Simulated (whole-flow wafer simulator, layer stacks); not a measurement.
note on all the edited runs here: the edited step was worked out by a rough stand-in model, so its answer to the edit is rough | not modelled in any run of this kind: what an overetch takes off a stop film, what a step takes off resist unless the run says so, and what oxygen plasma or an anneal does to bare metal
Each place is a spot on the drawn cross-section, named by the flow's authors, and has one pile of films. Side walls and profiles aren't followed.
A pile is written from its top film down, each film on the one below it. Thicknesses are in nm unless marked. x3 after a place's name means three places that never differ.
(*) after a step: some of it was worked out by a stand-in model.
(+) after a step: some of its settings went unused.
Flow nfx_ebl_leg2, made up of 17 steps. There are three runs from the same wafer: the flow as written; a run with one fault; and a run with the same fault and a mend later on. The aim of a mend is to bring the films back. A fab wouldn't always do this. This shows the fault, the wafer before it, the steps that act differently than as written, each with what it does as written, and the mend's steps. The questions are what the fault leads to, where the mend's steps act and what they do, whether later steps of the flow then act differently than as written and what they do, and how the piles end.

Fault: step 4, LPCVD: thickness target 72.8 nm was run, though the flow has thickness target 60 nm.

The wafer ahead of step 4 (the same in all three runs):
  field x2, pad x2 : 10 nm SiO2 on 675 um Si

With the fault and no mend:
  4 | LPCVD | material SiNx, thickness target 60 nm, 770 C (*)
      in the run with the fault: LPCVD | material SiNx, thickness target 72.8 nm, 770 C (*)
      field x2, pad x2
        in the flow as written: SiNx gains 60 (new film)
        in the run with the fault: SiNx gains 72.8 (new film)
  Steps later in the flow that act otherwise than as written:
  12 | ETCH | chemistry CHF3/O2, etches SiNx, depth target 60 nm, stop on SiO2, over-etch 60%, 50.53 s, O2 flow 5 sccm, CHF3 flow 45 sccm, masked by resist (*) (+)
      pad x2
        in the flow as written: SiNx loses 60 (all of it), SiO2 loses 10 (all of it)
        in the run with the fault: SiNx loses 72.8 (all of it), SiO2 loses 10 (all of it)
  By the end, the piles at field x2 depart from the flow's by more than 2% or 0.5 nm, whichever is larger.
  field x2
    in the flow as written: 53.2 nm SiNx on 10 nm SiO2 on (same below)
    in the run with the fault: 66 nm SiNx on 10 nm SiO2 on (same below)

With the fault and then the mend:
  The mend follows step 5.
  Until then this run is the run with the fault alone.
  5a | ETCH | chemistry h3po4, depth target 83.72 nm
      field x2, pad x2
        SiNx loses 72.8 (all of it)
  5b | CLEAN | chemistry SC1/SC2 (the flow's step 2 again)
      leaves every film unchanged at each place that is followed
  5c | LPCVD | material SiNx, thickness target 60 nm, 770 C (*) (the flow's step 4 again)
      field x2, pad x2
        SiNx gains 60 (new film)
  Later steps of the flow that are run all act as written at every place that is followed.
  The piles end the same as the flow's at every place that both follow.
